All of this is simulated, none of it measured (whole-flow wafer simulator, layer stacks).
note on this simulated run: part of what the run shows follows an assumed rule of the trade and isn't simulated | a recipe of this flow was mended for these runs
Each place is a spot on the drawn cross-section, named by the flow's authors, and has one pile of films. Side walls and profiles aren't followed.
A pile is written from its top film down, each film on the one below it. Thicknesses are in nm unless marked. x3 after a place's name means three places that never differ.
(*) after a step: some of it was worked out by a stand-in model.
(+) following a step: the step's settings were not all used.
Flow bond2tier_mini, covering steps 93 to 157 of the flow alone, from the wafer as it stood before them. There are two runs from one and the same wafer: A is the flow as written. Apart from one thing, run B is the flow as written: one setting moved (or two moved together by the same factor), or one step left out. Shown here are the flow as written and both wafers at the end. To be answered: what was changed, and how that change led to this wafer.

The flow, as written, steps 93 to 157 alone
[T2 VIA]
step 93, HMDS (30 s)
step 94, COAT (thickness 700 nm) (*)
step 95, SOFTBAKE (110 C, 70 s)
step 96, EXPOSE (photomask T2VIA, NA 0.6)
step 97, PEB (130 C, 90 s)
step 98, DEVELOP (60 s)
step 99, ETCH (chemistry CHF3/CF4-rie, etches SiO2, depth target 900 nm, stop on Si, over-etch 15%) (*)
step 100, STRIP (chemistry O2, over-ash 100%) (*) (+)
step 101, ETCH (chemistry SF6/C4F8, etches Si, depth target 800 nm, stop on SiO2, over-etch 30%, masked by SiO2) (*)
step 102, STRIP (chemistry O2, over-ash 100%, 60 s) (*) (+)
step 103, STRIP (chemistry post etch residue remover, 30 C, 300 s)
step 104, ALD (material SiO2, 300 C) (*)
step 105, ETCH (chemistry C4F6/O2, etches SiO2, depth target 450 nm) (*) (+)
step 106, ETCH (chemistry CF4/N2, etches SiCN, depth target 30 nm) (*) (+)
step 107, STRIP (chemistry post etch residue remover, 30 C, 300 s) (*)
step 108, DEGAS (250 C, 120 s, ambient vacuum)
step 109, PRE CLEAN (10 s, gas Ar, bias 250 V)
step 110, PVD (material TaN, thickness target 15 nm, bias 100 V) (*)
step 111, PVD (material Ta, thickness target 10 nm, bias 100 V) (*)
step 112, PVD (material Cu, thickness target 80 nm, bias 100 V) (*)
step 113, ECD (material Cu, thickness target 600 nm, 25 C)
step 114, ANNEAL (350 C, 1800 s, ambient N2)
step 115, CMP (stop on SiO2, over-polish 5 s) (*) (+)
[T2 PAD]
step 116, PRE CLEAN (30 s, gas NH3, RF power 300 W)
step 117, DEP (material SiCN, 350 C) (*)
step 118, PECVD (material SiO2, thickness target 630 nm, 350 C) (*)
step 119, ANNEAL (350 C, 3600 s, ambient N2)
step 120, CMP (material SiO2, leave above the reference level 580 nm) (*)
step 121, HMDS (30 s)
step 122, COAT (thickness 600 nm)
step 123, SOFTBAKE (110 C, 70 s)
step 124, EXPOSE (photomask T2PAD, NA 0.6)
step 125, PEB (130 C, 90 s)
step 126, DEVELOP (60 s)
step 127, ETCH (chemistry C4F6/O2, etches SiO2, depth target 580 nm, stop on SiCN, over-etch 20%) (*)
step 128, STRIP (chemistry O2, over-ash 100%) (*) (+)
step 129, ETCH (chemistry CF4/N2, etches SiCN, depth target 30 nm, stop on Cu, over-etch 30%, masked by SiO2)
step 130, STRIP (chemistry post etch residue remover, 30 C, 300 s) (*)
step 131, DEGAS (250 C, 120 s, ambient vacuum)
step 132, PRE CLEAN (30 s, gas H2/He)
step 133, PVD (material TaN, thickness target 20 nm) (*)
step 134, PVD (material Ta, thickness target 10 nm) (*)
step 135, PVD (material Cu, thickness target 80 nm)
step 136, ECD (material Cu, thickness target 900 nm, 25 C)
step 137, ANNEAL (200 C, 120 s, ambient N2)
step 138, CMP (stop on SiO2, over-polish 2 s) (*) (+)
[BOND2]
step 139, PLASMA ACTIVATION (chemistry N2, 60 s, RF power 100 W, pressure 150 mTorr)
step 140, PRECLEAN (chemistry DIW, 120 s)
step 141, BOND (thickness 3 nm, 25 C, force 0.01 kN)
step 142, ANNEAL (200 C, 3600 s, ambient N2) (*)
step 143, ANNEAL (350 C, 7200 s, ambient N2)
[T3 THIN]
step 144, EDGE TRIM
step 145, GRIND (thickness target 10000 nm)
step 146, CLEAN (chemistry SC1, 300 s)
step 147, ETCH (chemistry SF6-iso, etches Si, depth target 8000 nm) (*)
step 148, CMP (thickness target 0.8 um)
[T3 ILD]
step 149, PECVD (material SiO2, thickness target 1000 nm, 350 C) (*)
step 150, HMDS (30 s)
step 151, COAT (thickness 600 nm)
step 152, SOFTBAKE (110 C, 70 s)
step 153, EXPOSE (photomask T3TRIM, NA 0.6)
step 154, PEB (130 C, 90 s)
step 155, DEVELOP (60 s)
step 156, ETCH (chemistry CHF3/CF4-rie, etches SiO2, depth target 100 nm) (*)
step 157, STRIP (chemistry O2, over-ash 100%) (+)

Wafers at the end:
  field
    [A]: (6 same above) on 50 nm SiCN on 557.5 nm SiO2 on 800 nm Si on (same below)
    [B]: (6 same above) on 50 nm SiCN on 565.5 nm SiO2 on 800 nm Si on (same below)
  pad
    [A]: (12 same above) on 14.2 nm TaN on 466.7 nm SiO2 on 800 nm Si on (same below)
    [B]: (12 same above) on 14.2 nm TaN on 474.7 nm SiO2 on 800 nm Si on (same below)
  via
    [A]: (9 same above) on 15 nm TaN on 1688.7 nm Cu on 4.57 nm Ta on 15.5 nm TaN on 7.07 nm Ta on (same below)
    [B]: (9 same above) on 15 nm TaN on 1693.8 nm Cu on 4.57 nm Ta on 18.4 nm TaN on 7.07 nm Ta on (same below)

Cause: step 106, ETCH: depth target 18 nm was run, whereas the flow has depth target 30 nm.

The path from the change to this, step by step:
  step 106, ETCH (chemistry CF4/N2, etches SiCN, depth target 30 nm) (*) (+)
      field, pad: A -20 SiO2 | B -12 SiO2
      via: A -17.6 SiCN (all of it), -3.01 TaN | B -17.6 SiCN (all of it), -0.09 TaN
